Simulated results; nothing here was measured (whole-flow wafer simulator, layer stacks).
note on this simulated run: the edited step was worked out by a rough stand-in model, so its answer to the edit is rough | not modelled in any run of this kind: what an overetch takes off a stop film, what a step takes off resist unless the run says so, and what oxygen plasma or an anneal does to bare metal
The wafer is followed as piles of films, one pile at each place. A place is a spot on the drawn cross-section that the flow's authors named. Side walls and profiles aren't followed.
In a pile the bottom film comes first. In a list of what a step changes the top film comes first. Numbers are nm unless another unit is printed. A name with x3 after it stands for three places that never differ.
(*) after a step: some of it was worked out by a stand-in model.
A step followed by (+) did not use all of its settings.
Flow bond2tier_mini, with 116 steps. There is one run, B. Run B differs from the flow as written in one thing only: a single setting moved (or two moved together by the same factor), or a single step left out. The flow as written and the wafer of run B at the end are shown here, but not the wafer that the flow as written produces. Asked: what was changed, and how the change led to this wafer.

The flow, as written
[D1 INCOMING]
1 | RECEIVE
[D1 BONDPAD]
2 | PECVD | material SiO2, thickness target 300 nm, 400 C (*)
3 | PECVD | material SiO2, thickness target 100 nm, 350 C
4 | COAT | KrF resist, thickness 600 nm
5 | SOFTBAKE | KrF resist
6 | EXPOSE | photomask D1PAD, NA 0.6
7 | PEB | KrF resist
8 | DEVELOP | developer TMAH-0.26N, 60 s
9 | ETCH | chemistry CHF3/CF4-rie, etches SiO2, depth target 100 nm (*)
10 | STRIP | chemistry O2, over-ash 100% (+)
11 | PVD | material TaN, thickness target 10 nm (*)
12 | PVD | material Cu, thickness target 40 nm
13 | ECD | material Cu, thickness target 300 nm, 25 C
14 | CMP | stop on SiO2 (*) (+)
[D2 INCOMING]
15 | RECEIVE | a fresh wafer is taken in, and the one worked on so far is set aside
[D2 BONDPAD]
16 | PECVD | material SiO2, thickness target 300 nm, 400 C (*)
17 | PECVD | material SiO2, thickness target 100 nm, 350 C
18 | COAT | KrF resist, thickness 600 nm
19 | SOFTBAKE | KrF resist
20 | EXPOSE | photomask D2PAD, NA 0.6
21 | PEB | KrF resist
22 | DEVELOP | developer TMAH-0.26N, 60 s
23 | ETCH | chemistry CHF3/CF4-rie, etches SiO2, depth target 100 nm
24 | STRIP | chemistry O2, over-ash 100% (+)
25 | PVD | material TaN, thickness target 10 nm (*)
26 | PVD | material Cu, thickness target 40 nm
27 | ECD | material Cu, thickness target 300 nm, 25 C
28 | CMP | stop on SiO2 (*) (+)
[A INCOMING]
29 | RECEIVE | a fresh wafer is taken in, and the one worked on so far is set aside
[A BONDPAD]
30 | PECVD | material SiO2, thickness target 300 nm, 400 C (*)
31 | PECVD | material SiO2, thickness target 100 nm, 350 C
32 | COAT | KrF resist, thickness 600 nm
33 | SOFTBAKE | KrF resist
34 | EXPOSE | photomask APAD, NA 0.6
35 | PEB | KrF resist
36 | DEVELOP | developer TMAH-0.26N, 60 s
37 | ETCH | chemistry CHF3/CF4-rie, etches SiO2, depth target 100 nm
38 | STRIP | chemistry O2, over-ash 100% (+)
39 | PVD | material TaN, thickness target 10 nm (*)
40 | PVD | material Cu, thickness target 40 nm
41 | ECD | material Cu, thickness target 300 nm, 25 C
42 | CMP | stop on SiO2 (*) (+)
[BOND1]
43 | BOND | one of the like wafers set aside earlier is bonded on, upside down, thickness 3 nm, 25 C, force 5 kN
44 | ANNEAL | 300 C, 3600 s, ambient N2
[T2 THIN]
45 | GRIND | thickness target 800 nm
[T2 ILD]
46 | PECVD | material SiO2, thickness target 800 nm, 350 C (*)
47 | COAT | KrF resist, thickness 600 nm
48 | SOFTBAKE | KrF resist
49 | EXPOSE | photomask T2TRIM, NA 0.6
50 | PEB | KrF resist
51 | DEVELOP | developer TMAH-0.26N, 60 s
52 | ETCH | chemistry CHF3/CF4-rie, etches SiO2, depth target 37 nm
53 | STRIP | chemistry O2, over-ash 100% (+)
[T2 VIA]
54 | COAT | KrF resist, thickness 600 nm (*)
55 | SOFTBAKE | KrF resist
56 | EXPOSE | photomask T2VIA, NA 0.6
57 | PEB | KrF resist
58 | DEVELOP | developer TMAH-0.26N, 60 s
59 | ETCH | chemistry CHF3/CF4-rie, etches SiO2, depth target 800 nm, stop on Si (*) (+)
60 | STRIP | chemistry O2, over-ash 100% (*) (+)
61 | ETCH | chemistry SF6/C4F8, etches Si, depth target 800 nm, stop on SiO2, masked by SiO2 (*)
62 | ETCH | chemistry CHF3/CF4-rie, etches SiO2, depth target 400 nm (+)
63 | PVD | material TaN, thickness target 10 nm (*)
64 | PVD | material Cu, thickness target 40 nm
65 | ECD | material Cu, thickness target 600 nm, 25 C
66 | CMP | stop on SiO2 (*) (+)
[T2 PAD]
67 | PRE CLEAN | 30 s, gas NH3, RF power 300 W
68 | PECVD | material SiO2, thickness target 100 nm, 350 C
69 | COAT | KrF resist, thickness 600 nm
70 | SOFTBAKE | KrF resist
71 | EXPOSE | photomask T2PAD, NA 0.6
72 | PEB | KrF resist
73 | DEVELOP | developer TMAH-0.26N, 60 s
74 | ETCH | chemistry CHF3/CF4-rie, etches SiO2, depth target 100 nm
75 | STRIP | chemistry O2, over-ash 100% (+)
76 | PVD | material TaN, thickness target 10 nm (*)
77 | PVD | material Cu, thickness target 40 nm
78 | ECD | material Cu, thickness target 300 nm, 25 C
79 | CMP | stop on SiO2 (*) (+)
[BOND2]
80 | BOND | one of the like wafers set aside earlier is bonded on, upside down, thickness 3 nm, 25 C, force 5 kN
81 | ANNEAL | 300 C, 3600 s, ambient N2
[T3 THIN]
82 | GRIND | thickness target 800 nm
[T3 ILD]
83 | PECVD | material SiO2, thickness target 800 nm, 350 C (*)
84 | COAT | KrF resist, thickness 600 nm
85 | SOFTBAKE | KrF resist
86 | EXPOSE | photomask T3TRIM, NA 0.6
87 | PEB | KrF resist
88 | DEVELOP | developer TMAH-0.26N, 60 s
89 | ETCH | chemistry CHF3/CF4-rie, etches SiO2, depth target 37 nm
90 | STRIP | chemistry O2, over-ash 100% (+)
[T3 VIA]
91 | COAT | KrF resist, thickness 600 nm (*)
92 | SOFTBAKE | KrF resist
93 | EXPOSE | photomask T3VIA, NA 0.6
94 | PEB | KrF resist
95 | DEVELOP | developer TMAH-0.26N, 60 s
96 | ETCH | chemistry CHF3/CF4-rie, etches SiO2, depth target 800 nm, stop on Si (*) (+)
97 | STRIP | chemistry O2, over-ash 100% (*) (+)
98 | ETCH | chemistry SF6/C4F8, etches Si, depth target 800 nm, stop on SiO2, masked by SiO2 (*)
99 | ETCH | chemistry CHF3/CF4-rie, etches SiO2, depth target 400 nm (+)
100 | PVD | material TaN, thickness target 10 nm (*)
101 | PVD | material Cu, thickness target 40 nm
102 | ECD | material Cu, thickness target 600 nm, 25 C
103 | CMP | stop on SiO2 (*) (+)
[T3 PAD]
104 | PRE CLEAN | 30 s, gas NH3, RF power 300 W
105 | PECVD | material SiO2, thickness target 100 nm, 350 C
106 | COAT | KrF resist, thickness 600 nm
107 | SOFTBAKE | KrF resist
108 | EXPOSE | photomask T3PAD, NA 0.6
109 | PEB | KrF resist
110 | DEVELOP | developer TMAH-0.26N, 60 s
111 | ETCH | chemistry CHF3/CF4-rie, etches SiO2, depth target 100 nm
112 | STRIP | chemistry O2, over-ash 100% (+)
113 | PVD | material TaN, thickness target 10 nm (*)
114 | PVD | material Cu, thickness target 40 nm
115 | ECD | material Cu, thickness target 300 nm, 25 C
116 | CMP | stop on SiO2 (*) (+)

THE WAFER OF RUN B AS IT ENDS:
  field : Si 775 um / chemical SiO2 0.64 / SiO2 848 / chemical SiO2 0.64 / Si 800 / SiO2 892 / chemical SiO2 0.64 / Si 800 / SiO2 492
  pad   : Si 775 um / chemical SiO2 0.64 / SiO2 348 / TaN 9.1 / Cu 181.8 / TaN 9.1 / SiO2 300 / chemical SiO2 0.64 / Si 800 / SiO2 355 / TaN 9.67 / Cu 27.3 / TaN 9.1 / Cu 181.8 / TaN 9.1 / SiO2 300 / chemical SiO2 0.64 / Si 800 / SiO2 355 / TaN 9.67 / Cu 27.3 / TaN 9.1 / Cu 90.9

Cause: step 30, PECVD: thickness target 348 nm was run, whereas the flow has thickness target 300 nm.
One can read it off the wafer: pad has SiO2 348, and step 30 as written asks for 300 nm.

The path from the change to this, step by step:
  30 | PECVD | material SiO2, thickness target 300 nm, 400 C (*)
      field, pad, via: SiO2 gains 348 (new film) (it would be, as written: SiO2 gains 300 (new film))
